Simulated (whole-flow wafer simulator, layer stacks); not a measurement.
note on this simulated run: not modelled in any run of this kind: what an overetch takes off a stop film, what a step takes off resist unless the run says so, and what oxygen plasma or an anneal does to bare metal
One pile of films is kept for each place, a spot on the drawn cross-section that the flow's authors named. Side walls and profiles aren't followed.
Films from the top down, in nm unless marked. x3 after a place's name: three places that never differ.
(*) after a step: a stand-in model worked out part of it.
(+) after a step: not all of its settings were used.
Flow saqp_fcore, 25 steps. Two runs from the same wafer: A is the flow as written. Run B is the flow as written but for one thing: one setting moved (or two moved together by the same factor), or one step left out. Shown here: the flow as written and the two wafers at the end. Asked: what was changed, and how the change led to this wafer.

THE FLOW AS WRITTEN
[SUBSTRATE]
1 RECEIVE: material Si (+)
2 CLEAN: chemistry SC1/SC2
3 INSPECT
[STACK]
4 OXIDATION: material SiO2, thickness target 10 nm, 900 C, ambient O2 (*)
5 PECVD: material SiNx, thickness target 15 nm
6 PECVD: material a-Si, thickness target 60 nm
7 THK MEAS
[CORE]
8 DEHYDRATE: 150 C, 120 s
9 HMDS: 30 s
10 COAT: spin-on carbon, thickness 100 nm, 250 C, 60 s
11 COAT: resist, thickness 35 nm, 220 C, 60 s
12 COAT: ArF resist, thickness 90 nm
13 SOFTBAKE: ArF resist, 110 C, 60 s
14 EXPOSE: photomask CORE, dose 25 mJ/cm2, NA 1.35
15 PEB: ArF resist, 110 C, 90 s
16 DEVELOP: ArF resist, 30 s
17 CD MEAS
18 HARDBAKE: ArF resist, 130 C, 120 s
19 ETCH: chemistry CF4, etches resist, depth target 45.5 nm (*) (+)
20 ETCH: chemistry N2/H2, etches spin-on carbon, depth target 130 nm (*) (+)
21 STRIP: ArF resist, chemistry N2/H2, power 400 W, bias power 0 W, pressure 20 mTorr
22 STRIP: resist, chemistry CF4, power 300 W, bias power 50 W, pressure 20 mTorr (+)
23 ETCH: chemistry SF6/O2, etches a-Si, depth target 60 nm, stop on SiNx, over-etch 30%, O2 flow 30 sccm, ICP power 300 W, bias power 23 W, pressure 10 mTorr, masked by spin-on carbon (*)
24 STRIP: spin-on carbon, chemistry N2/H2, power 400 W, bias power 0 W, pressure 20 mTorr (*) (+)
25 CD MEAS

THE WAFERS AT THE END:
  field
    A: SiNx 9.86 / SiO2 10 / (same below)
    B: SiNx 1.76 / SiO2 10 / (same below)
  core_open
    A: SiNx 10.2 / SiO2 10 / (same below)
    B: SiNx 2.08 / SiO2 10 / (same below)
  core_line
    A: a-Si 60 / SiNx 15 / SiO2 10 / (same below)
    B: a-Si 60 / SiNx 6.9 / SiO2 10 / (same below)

The cause: step 5, PECVD: thickness target 6.9 nm was run, where the flow has thickness target 15 nm.
It can be read off the wafer: core_line has SiNx 6.9, and step 5 as written asks for 15 nm.

How the change led to this, step by step:
  5 PECVD: material SiNx, thickness target 15 nm
      field, core_open, core_line: A SiNx +15 (new film) | B SiNx +6.9 (new film)
